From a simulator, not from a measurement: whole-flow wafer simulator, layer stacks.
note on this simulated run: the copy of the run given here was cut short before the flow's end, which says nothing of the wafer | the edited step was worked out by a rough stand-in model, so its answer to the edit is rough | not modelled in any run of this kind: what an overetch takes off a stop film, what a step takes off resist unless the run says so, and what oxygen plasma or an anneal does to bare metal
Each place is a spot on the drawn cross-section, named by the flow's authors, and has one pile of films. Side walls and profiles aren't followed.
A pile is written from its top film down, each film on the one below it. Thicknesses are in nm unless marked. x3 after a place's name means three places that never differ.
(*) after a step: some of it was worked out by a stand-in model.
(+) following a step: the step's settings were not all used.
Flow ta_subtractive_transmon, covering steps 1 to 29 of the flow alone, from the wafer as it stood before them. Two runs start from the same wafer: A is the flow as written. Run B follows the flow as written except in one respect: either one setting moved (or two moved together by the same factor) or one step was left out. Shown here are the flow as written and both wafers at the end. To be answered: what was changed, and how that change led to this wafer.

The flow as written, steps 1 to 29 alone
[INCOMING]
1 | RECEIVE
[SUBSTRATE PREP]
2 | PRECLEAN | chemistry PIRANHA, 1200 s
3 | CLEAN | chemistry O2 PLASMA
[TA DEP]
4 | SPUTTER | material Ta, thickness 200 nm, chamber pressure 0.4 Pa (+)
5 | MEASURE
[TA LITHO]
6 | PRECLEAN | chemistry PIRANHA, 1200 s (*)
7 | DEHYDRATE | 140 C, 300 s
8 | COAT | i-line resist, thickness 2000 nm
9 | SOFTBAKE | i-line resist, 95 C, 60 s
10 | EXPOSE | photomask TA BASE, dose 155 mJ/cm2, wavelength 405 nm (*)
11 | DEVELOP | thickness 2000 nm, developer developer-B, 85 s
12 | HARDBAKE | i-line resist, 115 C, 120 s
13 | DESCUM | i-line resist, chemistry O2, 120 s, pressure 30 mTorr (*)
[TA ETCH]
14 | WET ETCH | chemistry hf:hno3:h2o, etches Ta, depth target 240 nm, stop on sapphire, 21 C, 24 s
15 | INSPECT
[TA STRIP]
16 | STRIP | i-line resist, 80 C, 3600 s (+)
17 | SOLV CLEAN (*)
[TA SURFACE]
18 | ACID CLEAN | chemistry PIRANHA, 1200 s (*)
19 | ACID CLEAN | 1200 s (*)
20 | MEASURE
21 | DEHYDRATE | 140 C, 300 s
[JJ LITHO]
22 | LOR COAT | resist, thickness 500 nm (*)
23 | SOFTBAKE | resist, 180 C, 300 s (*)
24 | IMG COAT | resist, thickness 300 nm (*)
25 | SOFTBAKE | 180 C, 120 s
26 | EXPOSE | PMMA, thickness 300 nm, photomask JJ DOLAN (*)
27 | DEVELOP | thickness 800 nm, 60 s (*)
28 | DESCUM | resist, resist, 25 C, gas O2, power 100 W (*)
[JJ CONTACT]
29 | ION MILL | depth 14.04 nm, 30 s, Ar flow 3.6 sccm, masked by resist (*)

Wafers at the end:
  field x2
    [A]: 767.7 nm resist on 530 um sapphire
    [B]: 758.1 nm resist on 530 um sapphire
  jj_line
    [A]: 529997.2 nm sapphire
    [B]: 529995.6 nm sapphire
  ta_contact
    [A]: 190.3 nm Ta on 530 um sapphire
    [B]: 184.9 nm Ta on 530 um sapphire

Cause: step 29, ION MILL: depth 22.11 nm was run, whereas the flow has depth 14.04 nm; step 29, ION MILL: 47.2 s was run, where the flow has 30 s.

Step by step, how the change led to this:
  29 | ION MILL | depth 14.04 nm, 30 s, Ar flow 3.6 sccm, masked by resist (*)
      field x2, ta_pad: A resist loses 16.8 | B resist loses 26.4
      jj_line, lead: A sapphire loses 2.8 | B sapphire loses 4.4
      (and at 1 other place as well)
